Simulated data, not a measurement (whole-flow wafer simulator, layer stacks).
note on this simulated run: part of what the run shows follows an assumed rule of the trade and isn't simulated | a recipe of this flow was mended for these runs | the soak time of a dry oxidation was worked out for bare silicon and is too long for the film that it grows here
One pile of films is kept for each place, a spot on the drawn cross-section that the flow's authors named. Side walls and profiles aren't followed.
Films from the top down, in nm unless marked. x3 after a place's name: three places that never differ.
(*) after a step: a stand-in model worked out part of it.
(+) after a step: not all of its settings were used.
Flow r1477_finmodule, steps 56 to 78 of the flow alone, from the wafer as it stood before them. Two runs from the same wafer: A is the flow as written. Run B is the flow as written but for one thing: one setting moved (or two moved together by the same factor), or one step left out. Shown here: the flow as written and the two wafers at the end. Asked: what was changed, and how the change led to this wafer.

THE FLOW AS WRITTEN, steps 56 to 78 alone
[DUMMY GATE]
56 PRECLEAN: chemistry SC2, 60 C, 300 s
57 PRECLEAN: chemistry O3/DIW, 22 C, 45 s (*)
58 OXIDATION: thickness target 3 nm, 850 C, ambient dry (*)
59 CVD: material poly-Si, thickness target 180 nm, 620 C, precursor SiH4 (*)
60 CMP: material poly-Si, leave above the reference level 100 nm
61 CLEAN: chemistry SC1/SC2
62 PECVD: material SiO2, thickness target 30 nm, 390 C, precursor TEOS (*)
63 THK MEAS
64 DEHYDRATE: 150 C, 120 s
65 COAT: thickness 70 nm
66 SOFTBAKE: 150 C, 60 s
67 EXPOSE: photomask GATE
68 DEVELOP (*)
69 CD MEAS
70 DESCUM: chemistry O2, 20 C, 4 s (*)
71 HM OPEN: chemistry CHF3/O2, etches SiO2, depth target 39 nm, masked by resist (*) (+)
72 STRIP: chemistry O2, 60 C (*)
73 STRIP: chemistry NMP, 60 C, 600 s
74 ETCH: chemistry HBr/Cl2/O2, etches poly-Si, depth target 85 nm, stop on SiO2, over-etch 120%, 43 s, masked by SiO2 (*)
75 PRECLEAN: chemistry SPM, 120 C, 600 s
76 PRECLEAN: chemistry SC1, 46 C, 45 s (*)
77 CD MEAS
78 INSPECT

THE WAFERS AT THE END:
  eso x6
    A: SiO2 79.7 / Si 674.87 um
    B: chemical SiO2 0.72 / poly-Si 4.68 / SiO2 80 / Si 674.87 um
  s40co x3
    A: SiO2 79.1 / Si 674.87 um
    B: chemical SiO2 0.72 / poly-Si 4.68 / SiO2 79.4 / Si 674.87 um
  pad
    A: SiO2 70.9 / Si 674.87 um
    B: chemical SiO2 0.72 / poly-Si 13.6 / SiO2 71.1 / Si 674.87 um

The cause: step 71, HM OPEN: depth target 27.7 nm was run, where the flow has depth target 39 nm.

How the change led to this, step by step:
  71 HM OPEN: chemistry CHF3/O2, etches SiO2, depth target 39 nm, masked by resist (*) (+)
      pad, elo x7, eso x6, e200so, s40co x3: A SiO2 -30 (all of it), chemical SiO2 -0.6 (all of it), poly-Si -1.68 | B SiO2 -27.7
      padg, elg x7, esg x6, e200sg, s40cg x3: A e-beam-resist -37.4 | B e-beam-resist -26.5
  72 STRIP: chemistry O2, 60 C (*)
      pad, elo x7, eso x6, e200so, s40co x3: A chemical SiO2 +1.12 (new film), poly-Si -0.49 | B nothing
      padg, elg x7, esg x6, e200sg, s40cg x3: A e-beam-resist -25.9 (all of it) | B e-beam-resist -36.8 (all of it)
  74 ETCH: chemistry HBr/Cl2/O2, etches poly-Si, depth target 85 nm, stop on SiO2, over-etch 120%, 43 s, masked by SiO2 (*)
      eso x6, e200so, s40co x3: A chemical SiO2 -1.12 (all of it), poly-Si -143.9 (all of it), SiO2 -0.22 | B SiO2 -2.3 (all of it), chemical SiO2 -0.6 (all of it), poly-Si -141
      elo x7: A chemical SiO2 -1.12 (all of it), poly-Si -97.6 (all of it), SiO2 -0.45 | B SiO2 -2.3 (all of it), chemical SiO2 -0.6 (all of it), poly-Si -99.7 (all of it), SiO2 -0.21
      (and at 1 more place)
  75 PRECLEAN: chemistry SPM, 120 C, 600 s
      pad, eso x6, e200so, s40co x3: A nothing | B chemical SiO2 +0.8 (new film), poly-Si -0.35
